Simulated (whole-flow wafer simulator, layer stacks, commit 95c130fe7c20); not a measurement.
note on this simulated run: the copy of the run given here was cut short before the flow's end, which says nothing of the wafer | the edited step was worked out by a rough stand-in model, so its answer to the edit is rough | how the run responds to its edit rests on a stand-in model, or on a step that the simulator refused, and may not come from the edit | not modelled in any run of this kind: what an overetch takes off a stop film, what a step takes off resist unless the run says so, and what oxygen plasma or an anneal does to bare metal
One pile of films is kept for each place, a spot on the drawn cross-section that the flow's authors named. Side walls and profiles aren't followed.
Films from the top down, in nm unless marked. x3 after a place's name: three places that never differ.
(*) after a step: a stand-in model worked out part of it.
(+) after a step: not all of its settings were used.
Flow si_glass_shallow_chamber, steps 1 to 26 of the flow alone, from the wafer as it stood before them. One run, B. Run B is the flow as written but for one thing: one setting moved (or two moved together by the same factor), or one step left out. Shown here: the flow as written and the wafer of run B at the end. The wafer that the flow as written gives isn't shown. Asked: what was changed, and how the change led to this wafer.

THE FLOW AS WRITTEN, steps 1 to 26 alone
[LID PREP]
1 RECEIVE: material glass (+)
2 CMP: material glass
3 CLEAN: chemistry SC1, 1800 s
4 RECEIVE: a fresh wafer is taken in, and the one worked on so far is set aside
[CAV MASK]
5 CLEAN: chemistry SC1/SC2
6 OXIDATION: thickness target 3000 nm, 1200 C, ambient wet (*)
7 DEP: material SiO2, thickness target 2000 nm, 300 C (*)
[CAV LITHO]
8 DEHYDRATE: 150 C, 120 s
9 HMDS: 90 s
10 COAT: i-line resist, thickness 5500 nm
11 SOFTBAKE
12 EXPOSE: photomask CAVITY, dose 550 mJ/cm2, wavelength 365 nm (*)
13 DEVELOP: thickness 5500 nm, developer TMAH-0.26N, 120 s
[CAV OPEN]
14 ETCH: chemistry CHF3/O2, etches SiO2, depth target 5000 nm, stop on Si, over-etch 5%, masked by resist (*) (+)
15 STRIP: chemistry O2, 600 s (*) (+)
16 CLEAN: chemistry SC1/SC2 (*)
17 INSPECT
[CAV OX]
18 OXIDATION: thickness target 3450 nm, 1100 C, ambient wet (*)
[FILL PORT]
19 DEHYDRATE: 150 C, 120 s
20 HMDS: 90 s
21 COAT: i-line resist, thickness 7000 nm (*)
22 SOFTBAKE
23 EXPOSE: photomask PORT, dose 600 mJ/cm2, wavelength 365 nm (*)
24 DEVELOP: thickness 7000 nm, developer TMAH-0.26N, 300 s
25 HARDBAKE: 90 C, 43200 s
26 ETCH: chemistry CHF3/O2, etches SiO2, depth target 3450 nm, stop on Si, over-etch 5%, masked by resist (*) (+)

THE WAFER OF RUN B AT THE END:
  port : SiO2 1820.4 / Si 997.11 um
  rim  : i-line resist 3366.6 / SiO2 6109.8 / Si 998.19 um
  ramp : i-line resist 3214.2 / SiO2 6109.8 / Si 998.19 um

The cause: step 26, ETCH: depth target 1552 nm was run, where the flow has depth target 3450 nm.

How the change led to this, step by step:
  26 ETCH: chemistry CHF3/O2, etches SiO2, depth target 3450 nm, stop on Si, over-etch 5%, masked by resist (*) (+)
      port: SiO2 -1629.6 (as written it would be: SiO2 -3450 (all of it), Si -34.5)
      rim, ramp, cav, ring: i-line resist -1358 (as written it would be: i-line resist -3018.8)
      (and at 1 more place)
